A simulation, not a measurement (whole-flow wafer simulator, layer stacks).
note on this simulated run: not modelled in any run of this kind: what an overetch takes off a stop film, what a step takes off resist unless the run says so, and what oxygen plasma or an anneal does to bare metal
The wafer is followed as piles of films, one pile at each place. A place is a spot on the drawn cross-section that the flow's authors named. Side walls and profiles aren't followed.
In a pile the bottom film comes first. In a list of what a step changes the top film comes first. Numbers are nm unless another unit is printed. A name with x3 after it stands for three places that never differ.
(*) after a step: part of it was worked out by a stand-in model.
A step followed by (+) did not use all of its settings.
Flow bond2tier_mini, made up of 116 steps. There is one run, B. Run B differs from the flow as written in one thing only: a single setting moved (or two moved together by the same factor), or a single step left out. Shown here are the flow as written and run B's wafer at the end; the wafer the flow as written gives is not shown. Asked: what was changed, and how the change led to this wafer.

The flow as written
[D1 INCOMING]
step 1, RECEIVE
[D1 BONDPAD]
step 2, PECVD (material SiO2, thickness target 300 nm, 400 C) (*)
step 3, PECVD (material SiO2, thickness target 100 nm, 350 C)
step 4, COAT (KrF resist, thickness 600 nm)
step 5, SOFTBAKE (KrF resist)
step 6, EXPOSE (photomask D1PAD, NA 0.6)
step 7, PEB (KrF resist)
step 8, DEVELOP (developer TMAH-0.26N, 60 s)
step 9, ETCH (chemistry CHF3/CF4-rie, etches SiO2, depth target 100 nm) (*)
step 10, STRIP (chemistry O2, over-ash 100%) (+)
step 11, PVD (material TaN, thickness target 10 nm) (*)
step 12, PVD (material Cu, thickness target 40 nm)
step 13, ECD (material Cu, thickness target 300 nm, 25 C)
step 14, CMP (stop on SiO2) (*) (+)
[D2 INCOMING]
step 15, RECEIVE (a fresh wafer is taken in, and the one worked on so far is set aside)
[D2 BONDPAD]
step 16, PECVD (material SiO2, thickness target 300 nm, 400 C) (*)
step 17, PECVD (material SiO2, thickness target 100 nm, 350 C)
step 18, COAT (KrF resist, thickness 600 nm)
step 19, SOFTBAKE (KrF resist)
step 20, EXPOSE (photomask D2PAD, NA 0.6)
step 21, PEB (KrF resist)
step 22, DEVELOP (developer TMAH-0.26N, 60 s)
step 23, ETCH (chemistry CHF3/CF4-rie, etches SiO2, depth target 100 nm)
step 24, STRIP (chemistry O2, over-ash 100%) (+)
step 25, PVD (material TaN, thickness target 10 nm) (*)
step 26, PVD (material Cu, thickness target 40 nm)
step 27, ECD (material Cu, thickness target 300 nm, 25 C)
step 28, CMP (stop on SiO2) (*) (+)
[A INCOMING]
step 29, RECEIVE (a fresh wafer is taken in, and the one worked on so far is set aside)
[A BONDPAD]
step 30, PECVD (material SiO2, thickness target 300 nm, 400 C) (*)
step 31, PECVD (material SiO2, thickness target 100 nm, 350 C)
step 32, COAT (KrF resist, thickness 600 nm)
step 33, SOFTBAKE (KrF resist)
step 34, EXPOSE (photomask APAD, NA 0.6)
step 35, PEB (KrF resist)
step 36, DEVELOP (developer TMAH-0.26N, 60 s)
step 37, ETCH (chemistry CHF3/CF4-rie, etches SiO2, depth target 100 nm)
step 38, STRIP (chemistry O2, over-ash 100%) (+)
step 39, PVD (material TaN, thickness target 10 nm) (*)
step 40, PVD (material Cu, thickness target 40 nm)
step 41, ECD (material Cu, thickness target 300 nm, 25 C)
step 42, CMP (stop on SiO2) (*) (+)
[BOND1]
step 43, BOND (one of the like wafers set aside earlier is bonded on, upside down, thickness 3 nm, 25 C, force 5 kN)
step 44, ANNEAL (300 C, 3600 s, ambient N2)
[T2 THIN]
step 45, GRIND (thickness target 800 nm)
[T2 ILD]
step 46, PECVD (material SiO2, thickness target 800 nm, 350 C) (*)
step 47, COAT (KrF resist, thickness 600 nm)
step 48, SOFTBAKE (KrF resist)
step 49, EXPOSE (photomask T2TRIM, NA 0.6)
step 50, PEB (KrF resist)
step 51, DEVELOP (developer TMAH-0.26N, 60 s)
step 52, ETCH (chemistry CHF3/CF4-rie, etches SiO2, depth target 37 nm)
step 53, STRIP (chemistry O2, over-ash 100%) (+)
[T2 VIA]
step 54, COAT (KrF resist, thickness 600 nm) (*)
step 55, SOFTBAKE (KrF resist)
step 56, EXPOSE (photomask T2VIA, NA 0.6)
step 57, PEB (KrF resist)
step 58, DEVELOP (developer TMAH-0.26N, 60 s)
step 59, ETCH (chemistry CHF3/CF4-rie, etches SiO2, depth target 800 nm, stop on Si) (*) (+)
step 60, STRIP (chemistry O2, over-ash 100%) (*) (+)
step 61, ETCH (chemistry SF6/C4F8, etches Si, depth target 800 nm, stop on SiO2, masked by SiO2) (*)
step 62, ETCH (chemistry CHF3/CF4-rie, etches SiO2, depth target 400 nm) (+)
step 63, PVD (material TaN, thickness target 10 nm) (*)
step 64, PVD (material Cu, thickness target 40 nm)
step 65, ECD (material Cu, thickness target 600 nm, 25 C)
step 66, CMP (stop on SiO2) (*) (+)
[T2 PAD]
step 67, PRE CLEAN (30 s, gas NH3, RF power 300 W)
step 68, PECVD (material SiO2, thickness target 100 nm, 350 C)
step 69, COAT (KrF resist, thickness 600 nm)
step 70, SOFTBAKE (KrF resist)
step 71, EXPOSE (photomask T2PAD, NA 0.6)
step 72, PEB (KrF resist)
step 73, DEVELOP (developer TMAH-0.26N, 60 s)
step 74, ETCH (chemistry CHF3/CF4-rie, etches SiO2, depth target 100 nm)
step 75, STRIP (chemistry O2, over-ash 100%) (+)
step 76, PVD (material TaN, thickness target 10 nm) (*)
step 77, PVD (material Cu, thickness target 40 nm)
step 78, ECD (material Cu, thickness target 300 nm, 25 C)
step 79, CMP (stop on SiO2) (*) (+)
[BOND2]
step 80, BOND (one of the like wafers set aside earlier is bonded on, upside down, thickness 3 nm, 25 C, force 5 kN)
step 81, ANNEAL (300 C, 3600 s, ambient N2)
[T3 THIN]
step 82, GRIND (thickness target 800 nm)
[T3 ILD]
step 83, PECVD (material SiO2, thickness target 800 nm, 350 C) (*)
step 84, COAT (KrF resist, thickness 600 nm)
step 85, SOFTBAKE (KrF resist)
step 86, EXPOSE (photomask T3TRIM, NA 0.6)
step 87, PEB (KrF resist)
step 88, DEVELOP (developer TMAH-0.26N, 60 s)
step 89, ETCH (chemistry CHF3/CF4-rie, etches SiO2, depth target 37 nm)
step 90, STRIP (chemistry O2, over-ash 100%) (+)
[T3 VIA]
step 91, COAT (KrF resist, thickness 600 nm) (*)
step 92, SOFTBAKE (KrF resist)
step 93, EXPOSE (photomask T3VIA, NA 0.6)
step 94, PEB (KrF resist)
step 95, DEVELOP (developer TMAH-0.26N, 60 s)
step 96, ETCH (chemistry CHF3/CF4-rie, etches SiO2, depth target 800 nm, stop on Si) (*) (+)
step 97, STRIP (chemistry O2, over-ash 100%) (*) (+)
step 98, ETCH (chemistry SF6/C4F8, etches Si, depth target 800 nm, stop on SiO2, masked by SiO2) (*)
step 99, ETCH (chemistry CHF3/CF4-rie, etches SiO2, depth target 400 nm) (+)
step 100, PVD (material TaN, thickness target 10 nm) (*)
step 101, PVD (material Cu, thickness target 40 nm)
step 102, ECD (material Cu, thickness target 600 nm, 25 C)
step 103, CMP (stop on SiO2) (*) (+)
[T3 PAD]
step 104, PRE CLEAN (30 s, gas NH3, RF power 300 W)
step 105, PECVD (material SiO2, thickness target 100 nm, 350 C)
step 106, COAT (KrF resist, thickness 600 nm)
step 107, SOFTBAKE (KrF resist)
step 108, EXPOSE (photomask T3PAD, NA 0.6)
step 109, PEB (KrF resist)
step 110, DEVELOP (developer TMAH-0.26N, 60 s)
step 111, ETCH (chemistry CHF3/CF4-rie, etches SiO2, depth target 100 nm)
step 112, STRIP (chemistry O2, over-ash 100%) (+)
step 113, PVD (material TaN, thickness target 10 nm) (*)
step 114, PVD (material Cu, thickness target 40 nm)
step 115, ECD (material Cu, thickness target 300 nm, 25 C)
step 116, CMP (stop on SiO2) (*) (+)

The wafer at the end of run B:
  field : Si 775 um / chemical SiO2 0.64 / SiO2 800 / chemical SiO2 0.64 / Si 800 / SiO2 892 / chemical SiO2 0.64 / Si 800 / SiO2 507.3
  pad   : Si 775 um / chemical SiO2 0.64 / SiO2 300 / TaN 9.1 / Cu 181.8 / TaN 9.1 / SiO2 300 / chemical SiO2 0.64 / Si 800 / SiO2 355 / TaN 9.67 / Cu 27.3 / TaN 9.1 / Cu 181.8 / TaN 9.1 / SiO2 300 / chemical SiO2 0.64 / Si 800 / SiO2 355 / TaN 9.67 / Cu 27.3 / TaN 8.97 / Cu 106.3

What caused this: step 105, PECVD: thickness target 115.3 nm was run, whereas the flow has thickness target 100 nm; step 111, ETCH: depth target 115.3 nm was run, where the flow has depth target 100 nm.

The path from the change to this, step by step:
  step 105, PECVD (material SiO2, thickness target 100 nm, 350 C)
      field: +115.3 SiO2 (in the flow as written it would be: +100 SiO2)
      pad: +115.3 SiO2 (new film) (in the flow as written it would be: +100 SiO2 (new film))
  step 111, ETCH (chemistry CHF3/CF4-rie, etches SiO2, depth target 100 nm)
      field: -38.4 KrF resist (in the flow as written it would be: -33.3 KrF resist)
      pad: -115.3 SiO2 (all of it) (in the flow as written it would be: -100 SiO2 (all of it))
  step 115, ECD (material Cu, thickness target 300 nm, 25 C)
      pad: +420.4 Cu (in the flow as written it would be: +404.5 Cu)
